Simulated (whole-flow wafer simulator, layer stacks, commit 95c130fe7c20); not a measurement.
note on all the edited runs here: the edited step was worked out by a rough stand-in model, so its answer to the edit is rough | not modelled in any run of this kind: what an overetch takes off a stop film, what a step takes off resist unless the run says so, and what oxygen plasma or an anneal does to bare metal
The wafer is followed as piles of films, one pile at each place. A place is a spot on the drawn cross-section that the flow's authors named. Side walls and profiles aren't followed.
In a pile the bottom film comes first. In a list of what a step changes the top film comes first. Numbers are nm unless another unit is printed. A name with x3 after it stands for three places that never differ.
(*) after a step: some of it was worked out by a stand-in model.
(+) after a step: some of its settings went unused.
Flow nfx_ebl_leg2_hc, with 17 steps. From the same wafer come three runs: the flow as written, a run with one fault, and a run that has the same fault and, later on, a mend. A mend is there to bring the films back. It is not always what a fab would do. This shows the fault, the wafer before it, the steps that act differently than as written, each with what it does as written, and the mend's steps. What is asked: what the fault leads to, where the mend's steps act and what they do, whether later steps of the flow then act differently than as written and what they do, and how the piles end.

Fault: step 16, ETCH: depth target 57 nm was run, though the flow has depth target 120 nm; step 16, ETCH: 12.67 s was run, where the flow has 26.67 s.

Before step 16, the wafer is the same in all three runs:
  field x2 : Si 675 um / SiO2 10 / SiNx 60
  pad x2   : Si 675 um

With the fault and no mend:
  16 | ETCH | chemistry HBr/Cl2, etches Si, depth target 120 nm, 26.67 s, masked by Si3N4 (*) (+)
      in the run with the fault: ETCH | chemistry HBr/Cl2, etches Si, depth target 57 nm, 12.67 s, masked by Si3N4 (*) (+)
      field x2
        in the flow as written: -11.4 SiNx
        in the run with the fault: -5.43 SiNx
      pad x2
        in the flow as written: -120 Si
        in the run with the fault: -57 Si
  Later steps of the flow that are run all act as written at every place that is followed.
  The piles end different from the flow's at field x2 by more than 2% or 0.5 nm, whichever is larger.
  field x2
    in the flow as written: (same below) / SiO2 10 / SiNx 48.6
    in the run with the fault: (same below) / SiO2 10 / SiNx 54.6

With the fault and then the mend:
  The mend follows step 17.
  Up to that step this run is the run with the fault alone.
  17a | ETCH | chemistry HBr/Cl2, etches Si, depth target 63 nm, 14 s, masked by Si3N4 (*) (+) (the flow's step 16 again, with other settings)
      field x2
        -6 SiNx
      pad x2
        -63 Si
  Later steps of the flow that are run all act as written at every place that is followed.
  The piles end the same as the flow's at every place that both follow.
